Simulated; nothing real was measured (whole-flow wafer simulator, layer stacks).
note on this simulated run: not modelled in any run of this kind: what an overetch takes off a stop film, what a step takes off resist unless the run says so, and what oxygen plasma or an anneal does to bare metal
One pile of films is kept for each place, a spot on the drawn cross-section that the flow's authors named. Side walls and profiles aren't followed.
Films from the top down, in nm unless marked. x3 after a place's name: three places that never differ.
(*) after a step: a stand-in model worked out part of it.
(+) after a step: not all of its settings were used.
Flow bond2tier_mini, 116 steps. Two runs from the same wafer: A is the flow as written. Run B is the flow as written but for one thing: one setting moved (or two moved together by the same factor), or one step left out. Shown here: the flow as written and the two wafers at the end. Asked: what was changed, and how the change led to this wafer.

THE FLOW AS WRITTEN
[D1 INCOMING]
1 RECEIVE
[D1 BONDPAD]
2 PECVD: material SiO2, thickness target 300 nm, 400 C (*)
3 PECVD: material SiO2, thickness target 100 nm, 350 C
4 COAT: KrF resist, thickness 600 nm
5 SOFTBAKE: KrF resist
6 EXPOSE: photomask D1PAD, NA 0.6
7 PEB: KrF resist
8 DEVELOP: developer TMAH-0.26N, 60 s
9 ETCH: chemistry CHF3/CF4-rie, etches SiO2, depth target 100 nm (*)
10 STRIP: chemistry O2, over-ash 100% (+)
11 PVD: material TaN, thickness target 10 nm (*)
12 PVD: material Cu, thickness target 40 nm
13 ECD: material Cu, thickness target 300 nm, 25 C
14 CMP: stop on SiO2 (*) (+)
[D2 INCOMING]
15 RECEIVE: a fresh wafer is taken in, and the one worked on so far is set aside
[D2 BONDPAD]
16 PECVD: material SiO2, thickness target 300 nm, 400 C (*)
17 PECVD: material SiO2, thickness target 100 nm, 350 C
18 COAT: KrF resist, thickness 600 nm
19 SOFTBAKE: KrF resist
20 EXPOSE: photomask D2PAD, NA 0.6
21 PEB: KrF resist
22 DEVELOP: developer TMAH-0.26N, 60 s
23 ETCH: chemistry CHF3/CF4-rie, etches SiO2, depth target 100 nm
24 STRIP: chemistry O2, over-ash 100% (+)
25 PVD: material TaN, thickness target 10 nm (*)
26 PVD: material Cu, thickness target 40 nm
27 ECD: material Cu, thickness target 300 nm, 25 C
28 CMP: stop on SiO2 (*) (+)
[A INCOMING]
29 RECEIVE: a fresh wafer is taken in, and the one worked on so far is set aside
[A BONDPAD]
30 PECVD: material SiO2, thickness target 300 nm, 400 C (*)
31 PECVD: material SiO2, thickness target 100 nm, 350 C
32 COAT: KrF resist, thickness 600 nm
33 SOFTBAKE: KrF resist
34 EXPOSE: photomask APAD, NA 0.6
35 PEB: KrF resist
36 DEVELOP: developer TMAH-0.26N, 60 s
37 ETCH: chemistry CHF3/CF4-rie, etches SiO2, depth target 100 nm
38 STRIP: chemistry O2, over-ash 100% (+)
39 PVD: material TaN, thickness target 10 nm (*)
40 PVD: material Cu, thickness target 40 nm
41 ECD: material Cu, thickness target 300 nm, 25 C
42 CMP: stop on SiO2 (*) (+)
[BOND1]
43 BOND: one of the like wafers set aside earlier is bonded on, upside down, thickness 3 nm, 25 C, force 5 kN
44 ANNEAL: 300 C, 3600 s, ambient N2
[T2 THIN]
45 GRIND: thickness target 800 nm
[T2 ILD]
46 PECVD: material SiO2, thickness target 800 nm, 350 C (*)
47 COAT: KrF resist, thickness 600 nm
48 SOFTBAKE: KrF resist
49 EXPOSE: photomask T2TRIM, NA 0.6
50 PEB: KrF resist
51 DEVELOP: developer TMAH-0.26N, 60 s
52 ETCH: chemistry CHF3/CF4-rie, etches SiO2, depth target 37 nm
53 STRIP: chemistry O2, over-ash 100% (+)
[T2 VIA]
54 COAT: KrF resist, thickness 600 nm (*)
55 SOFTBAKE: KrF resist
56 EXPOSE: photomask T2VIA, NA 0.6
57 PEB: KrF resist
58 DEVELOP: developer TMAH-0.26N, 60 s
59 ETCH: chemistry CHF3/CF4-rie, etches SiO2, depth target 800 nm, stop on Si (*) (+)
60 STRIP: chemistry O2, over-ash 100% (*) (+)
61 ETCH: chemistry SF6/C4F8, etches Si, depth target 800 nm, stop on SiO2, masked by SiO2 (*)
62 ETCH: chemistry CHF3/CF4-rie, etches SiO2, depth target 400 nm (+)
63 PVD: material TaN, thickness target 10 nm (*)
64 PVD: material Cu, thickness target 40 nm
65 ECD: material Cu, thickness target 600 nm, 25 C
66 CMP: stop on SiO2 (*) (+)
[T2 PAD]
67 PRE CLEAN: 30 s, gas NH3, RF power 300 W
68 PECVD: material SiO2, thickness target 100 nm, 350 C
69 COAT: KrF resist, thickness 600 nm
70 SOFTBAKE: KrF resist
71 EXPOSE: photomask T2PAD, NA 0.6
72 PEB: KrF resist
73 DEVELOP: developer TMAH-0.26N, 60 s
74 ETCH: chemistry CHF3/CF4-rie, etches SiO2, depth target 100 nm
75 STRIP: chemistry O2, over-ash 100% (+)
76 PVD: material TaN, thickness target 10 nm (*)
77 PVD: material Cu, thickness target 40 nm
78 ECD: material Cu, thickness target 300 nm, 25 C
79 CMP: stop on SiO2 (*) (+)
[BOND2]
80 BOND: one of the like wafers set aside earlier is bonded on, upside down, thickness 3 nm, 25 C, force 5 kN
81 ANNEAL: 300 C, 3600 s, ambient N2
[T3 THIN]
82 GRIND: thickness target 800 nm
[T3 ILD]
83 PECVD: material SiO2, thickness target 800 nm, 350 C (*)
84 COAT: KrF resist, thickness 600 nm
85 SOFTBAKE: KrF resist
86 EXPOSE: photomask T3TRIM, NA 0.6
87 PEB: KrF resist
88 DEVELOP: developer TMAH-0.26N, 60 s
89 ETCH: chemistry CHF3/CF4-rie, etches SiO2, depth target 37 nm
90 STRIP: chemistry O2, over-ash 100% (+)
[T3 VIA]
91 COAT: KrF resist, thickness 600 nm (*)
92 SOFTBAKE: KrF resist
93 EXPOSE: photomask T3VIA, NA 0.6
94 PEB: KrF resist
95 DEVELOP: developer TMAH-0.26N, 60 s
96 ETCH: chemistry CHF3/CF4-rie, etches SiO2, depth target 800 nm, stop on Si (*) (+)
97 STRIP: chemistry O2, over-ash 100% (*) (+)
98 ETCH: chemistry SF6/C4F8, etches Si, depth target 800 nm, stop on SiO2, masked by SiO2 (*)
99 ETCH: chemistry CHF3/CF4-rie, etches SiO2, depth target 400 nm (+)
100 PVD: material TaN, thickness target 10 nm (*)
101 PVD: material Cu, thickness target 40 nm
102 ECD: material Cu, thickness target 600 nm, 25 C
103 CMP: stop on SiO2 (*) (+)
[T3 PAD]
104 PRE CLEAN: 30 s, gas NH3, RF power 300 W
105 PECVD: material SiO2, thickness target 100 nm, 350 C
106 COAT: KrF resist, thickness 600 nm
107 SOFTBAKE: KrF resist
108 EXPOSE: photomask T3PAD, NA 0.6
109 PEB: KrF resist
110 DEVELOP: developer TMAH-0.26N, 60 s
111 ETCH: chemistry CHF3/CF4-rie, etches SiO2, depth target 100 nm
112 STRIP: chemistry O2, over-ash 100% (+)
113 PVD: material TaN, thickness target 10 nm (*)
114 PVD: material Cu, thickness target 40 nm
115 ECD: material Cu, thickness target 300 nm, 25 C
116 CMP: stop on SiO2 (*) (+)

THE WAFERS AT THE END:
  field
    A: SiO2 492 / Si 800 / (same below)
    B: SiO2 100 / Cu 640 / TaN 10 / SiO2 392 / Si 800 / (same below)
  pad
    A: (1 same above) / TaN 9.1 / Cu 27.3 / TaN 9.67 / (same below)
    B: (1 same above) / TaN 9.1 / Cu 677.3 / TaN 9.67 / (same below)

The cause: step 103, CMP: stop on SiO2 (*) (+), was left out.

How the change led to this, step by step:
  105 PECVD: material SiO2, thickness target 100 nm, 350 C
      field: A SiO2 +100 | B SiO2 +100 (new film)
Counting metal films that touch as one body, field has 1 body; the flow as written gives 0 bodies.
